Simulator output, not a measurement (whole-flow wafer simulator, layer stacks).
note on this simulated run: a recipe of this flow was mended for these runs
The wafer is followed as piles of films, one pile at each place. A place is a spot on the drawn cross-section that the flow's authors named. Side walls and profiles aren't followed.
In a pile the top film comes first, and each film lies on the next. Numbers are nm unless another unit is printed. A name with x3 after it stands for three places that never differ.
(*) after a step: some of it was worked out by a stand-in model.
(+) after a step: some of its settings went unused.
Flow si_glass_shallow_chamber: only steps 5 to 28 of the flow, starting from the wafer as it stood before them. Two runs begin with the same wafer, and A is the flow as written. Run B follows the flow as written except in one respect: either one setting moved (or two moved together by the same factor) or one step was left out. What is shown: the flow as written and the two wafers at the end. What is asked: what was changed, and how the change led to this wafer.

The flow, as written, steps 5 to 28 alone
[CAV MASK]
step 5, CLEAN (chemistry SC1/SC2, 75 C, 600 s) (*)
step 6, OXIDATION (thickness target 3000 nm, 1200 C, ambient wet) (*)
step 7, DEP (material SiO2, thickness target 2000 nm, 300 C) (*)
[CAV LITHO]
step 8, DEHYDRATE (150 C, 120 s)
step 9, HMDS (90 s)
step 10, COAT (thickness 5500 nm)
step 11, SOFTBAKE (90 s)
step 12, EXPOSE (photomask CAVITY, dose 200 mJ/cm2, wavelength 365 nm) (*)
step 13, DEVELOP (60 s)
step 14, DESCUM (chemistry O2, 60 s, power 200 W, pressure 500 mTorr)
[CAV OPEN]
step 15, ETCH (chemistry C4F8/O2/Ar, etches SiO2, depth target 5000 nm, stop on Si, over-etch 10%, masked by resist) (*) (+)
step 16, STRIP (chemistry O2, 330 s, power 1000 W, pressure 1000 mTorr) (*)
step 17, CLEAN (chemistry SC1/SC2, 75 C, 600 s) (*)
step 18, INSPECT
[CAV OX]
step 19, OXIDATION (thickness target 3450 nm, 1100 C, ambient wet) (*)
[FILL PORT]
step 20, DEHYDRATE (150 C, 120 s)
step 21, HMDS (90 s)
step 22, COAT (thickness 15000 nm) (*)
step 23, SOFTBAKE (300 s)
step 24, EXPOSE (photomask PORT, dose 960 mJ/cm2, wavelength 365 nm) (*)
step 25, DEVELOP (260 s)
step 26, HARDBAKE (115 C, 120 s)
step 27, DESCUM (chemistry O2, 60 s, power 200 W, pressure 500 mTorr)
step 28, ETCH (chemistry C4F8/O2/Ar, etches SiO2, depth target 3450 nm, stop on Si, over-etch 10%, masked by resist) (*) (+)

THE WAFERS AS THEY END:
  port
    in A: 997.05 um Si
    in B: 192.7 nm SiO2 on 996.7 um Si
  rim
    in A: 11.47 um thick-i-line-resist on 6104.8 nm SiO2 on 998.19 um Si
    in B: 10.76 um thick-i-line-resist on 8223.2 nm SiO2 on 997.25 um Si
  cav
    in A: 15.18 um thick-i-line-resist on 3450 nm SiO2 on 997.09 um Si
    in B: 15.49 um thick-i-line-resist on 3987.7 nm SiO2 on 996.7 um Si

The reason: step 6, OXIDATION: thickness target 5438 nm was run, whereas the flow has thickness target 3000 nm.

Step by step, how the change led to this:
  step 6, OXIDATION (thickness target 3000 nm, 1200 C, ambient wet) (*)
      rim, ramp, cav, port, septum, ring: A +3000 SiO2 (new film), -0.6 chemical SiO2 (all of it), -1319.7 Si | B +5438 SiO2 (new film), -0.6 chemical SiO2 (all of it), -2392.5 Si
  step 15, ETCH (chemistry C4F8/O2/Ar, etches SiO2, depth target 5000 nm, stop on Si, over-etch 10%, masked by resist) (*) (+)
      cav, port: A -5000 SiO2 (all of it), -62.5 Si | B -5500 SiO2
  step 16, STRIP (chemistry O2, 330 s, power 1000 W, pressure 1000 mTorr) (*)
      cav, port: A +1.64 chemical SiO2 (new film), -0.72 Si | B nothing
  step 17, CLEAN (chemistry SC1/SC2, 75 C, 600 s) (*)
      cav, port: A -1.04 chemical SiO2, -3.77 Si | B -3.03 SiO2
  step 19, OXIDATION (thickness target 3450 nm, 1100 C, ambient wet) (*)
      cav, port: A +3450 SiO2 (new film), -0.6 chemical SiO2 (all of it), -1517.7 Si | B +2052.7 SiO2, -903.2 Si
      rim, ramp, septum, ring: A +1110.9 SiO2, -488.8 Si | B +791.3 SiO2, -348.2 Si
  step 22, COAT (thickness 15000 nm) (*)
      rim: A +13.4 um thick-i-line-resist (new film) | B +12.98 um thick-i-line-resist (new film)
      ramp: A +12.89 um thick-i-line-resist (new film) | B +12.33 um thick-i-line-resist (new film)
      (and at 4 other places as well)
  step 23, SOFTBAKE (300 s)
      rim: A -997 thick-i-line-resist | B -1294 thick-i-line-resist
      ramp: A -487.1 thick-i-line-resist | B -647.6 thick-i-line-resist
      (and at 4 other places as well)
  step 25, DEVELOP (260 s)
      port: A -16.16 um thick-i-line-resist (all of it) | B -16.48 um thick-i-line-resist (all of it)
  step 26, HARDBAKE (115 C, 120 s)
      rim, ramp: A -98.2 thick-i-line-resist | B -89.7 thick-i-line-resist
      cav: A -147.1 thick-i-line-resist | B -151.6 thick-i-line-resist
  step 28, ETCH (chemistry C4F8/O2/Ar, etches SiO2, depth target 3450 nm, stop on Si, over-etch 10%, masked by resist) (*) (+)
      port: A -3450 SiO2 (all of it), -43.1 Si | B -3795 SiO2
